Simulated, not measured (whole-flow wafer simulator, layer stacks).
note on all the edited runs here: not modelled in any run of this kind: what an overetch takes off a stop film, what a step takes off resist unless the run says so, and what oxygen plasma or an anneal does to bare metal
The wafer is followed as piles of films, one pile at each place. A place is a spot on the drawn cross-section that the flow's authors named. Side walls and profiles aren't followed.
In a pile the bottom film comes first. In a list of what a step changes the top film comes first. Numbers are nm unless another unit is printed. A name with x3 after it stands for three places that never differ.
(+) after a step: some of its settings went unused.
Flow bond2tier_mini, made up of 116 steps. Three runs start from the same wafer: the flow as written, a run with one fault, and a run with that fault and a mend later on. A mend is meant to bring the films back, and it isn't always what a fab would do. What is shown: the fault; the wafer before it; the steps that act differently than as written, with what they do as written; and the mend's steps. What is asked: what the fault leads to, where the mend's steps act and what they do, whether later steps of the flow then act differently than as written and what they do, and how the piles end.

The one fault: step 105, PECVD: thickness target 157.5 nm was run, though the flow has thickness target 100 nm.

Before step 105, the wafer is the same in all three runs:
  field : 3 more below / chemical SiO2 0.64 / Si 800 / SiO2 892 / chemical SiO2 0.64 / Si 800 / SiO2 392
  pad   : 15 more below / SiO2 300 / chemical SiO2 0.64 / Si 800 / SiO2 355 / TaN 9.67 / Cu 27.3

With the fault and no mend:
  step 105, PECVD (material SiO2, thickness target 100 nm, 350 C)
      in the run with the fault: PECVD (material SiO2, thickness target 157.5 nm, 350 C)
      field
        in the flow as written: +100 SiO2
        in the run with the fault: +157.5 SiO2
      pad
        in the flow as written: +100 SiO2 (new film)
        in the run with the fault: +157.5 SiO2 (new film)
  Steps further on in the flow that do not act as written:
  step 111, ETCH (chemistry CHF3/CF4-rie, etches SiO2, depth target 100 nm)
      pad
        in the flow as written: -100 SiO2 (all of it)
        in the run with the fault: -100 SiO2
  At field, pad, the piles at the end differ from the flow's by more than 2% or 0.5 nm, whichever is larger.
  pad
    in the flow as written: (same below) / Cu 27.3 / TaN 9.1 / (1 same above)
    in the run with the fault: (same below) / Cu 27.3 / SiO2 57.5 / TaN 9.1 / (1 same above)
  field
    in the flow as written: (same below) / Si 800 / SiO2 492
    in the run with the fault: (same below) / Si 800 / SiO2 549.5

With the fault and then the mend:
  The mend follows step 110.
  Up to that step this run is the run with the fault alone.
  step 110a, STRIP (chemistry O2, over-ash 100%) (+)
      field
        -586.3 KrF resist (all of it)
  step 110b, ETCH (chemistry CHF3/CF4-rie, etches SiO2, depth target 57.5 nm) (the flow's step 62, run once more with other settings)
      field, pad
        -57.5 SiO2
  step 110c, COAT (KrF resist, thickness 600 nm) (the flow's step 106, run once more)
      field, pad
        +600 KrF resist (new film)
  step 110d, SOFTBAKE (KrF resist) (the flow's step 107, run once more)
      alters no film at any place that is followed
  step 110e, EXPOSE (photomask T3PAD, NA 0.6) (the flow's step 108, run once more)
      alters no film at any place that is followed
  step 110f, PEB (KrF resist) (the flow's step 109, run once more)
      alters no film at any place that is followed
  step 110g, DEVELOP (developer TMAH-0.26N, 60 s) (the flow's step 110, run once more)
      field
        -13.7 KrF resist
      pad
        -600 KrF resist (all of it)
  Later steps of the flow that are run all act as written at every place that is followed.
  By the end, the piles equal the flow's at every place that both follow.
